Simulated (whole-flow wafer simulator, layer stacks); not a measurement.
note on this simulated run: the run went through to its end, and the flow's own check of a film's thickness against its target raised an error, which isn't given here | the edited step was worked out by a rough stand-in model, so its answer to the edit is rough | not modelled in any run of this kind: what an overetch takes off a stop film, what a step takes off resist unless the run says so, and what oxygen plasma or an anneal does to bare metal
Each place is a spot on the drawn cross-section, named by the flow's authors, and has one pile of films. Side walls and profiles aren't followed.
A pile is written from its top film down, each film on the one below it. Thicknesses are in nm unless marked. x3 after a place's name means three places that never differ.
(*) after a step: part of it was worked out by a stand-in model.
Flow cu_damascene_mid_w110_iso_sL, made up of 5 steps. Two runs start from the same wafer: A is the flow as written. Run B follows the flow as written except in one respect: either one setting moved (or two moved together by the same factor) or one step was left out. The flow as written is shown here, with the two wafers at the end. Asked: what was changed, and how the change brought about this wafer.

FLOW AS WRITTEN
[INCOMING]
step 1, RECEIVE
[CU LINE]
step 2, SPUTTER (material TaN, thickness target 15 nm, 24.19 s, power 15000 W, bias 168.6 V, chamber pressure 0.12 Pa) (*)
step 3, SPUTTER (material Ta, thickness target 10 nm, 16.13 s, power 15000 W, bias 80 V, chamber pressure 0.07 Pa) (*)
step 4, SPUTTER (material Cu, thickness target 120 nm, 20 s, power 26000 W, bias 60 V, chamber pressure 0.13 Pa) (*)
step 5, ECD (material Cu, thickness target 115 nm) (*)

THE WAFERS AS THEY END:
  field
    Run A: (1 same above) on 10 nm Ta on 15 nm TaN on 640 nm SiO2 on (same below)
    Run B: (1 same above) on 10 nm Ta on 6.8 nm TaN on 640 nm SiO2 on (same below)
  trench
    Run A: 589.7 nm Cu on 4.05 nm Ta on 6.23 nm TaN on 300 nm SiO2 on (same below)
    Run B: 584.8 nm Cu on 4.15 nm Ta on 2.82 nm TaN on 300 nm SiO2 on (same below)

The reason: step 2, SPUTTER: thickness target 6.8 nm was run, though the flow has thickness target 15 nm; step 2, SPUTTER: 10.89 s was run, where the flow has 24.19 s.
The wafer itself shows it: field has TaN 6.8, and step 2 as written asks for 15 nm.

Step by step, how the change led to this:
  step 2, SPUTTER (material TaN, thickness target 15 nm, 24.19 s, power 15000 W, bias 168.6 V, chamber pressure 0.12 Pa) (*)
      field: A TaN gains 15 (new film) | B TaN gains 6.8 (new film)
      trench: A TaN gains 6.23 (new film) | B TaN gains 2.82 (new film)
  step 4, SPUTTER (material Cu, thickness target 120 nm, 20 s, power 26000 W, bias 60 V, chamber pressure 0.13 Pa) (*)
      trench: A Cu gains 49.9 (new film) | B Cu gains 51.3 (new film)
